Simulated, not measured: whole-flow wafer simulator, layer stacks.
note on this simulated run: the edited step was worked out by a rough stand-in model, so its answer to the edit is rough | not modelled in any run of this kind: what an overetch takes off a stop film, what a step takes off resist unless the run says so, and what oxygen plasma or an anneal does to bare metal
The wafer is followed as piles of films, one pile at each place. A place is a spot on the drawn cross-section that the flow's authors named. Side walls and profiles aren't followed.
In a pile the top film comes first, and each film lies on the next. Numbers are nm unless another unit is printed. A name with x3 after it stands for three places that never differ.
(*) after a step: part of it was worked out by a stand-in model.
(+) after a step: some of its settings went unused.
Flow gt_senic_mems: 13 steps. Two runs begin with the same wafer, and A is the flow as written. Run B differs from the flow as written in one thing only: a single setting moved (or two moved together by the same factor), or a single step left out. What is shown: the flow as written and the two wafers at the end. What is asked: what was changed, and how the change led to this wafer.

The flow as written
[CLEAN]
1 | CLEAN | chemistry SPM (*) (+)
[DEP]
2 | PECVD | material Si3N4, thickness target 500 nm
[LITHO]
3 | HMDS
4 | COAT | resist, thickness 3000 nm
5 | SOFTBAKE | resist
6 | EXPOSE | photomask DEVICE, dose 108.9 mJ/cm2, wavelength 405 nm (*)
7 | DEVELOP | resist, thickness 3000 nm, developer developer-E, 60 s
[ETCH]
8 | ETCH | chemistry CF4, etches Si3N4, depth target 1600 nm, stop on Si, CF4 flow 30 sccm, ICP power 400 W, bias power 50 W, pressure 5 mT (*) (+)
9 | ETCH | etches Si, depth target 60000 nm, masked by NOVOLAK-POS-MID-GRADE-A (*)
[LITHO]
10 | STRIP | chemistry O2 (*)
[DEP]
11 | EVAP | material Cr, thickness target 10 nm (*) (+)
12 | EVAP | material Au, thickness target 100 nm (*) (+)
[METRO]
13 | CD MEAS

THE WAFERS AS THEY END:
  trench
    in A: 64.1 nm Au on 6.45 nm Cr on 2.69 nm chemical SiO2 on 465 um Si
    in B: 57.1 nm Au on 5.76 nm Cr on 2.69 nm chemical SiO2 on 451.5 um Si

What caused this: step 9, ETCH: depth target 73500 nm was run, whereas the flow has depth target 60000 nm.

The path from the change to this, step by step:
  9 | ETCH | etches Si, depth target 60000 nm, masked by NOVOLAK-POS-MID-GRADE-A (*)
      field: A resist loses 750 | B resist loses 918.8
      trench: A Si loses 60 um | B Si loses 73.5 um
  10 | STRIP | chemistry O2 (*)
      field: A resist loses 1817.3 (all of it) | B resist loses 1648.6 (all of it)
  11 | EVAP | material Cr, thickness target 10 nm (*) (+)
      trench: A Cr gains 6.45 (new film) | B Cr gains 5.76 (new film)
  12 | EVAP | material Au, thickness target 100 nm (*) (+)
      trench: A Au gains 64.1 (new film) | B Au gains 57.1 (new film)
